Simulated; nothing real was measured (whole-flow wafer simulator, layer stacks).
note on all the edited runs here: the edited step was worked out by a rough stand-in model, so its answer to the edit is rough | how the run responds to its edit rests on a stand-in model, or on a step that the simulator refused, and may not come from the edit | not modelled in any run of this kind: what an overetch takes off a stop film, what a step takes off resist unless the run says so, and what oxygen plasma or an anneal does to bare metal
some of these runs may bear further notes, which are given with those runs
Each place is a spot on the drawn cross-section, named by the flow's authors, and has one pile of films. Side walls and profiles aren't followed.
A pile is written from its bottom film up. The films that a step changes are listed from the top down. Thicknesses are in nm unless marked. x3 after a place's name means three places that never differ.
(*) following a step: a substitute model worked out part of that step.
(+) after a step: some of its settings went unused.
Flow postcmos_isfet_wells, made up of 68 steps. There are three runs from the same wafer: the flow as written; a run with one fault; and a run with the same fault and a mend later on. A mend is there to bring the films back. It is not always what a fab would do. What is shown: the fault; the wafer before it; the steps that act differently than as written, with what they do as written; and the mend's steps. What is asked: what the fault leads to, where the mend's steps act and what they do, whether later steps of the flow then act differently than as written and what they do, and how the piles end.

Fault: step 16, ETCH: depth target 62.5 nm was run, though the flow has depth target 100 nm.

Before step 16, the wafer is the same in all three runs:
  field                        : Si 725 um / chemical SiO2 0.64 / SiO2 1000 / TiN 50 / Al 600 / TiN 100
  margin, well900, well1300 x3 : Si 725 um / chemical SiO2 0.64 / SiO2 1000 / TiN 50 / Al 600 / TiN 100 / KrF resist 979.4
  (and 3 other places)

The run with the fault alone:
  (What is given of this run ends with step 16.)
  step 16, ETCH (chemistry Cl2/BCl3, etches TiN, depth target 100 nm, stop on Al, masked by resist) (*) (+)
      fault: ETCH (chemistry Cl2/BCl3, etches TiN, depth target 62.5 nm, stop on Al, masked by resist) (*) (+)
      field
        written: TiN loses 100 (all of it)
        fault: TiN loses 62.5
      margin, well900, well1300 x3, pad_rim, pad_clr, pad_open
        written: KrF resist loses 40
        fault: KrF resist loses 25
  After step 16, at field, the piles differ from the flow's by more than 2% or 0.5 nm, whichever is larger.
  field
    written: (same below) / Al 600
    fault: (same below) / Al 600 / TiN 37.5

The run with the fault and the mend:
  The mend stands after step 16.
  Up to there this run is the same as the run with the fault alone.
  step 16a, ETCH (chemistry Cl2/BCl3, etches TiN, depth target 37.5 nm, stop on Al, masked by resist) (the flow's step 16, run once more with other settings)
      margin, well900, well1300 x3, pad_rim, pad_clr, pad_open
        KrF resist loses 15
      field
        TiN loses 37.5 (all of it)
  Later steps of the flow that are run all act as written at every place that is followed.
  The piles end the same as the flow's at every place that both follow.
